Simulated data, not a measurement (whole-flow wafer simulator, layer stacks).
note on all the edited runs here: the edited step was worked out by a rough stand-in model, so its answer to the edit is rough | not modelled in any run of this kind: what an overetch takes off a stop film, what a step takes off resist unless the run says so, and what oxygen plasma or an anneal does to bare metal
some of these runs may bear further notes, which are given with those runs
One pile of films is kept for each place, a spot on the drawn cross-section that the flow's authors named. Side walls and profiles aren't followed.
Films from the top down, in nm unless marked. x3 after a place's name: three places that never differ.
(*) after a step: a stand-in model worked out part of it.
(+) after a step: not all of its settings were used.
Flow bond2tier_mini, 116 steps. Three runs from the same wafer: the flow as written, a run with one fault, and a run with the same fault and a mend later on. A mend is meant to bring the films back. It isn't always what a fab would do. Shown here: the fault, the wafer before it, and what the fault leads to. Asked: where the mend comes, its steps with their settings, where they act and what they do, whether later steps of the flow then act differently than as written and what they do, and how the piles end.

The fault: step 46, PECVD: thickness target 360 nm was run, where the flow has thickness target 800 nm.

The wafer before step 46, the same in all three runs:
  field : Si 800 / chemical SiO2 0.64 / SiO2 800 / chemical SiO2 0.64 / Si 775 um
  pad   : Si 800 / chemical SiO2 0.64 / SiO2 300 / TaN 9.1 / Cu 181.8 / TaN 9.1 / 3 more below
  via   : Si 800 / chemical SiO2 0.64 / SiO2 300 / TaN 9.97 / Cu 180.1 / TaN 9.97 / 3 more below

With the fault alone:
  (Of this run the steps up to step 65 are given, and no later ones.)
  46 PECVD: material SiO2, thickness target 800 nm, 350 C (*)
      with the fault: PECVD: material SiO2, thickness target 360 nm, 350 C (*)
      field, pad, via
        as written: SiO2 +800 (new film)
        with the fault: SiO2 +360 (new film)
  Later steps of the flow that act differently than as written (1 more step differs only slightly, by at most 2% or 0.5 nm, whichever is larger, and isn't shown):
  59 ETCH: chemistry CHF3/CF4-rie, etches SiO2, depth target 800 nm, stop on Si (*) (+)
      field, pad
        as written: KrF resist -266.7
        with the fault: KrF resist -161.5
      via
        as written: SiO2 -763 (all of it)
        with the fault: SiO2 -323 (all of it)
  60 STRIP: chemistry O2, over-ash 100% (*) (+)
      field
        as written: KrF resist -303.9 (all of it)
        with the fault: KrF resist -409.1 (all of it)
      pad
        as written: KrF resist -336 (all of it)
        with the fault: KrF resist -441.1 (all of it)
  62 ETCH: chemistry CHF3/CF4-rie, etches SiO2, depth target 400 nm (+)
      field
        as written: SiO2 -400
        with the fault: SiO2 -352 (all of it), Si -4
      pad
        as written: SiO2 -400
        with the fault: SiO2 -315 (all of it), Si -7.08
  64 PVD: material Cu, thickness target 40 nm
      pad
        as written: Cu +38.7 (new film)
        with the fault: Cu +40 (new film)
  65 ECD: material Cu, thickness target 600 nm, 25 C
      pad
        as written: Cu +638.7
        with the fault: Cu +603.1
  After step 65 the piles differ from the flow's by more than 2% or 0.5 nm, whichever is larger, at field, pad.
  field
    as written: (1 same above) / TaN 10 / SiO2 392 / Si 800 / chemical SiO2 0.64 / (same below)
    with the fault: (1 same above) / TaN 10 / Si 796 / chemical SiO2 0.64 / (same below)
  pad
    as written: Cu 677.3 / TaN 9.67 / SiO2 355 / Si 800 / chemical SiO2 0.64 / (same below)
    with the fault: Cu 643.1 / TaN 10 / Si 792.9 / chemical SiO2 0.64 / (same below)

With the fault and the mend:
  The mend comes after step 51.
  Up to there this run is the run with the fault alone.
  51a STRIP: chemistry O2, over-ash 100% (+)
      field
        KrF resist -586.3 (all of it)
  51b PECVD: material SiO2, thickness target 440 nm, 350 C (*) (the flow's step 46 once more, with other settings)
      field, pad, via
        SiO2 +440
  51c COAT: KrF resist, thickness 600 nm (the flow's step 47 once more)
      field, pad, via
        KrF resist +600 (new film)
  51d SOFTBAKE: KrF resist (the flow's step 48 once more)
      changes no film at any place that is followed
  51e EXPOSE: photomask T2TRIM, NA 0.6 (the flow's step 49 once more)
      changes no film at any place that is followed
  51f PEB: KrF resist (the flow's step 50 once more)
      changes no film at any place that is followed
  51g DEVELOP: developer TMAH-0.26N, 60 s (the flow's step 51 once more)
      pad, via
        KrF resist -600 (all of it)
      field
        KrF resist -13.7
  No later step of the flow acts differently than as written at any place that is followed.
  At the end the piles are the same as the flow's at every place that both follow.
